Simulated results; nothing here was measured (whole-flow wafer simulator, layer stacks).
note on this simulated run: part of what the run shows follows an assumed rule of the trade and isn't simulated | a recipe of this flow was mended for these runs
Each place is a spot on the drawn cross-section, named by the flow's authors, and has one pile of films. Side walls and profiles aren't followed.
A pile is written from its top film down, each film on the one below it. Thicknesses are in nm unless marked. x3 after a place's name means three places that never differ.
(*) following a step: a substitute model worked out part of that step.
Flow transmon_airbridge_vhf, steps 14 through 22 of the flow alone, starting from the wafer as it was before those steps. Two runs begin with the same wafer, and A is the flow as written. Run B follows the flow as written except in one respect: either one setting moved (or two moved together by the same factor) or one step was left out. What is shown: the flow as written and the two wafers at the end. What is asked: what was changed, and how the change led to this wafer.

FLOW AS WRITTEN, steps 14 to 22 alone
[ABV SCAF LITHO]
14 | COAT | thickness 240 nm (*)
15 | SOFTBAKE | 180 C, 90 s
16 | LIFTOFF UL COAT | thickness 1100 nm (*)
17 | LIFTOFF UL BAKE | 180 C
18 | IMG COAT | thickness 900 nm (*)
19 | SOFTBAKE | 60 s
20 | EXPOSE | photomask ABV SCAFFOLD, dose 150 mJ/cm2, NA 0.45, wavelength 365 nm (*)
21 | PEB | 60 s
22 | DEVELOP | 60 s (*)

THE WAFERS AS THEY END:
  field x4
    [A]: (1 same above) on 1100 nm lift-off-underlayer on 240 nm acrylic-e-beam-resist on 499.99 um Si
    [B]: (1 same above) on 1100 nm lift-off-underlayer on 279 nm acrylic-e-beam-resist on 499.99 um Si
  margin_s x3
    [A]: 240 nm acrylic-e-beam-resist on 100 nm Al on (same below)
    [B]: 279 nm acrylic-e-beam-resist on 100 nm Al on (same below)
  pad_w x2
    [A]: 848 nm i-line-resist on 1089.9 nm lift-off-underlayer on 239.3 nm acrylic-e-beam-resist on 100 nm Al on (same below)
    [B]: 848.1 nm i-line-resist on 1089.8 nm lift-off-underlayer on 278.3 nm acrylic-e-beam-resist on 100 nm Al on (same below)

What caused this: step 14, COAT: thickness 279 nm was run, though the flow has thickness 240 nm.
The wafer itself shows it: field x4 has acrylic-e-beam-resist 279, and step 14 as written asks for 240 nm.

The path from the change to this, step by step:
  14 | COAT | thickness 240 nm (*)
      field x4, trace_open_s x2, margin_s x3: A acrylic-e-beam-resist gains 240 (new film) | B acrylic-e-beam-resist gains 279 (new film)
      pad_w x2: A acrylic-e-beam-resist gains 239.3 (new film) | B acrylic-e-beam-resist gains 278.3 (new film)
      (also at 6 further places)
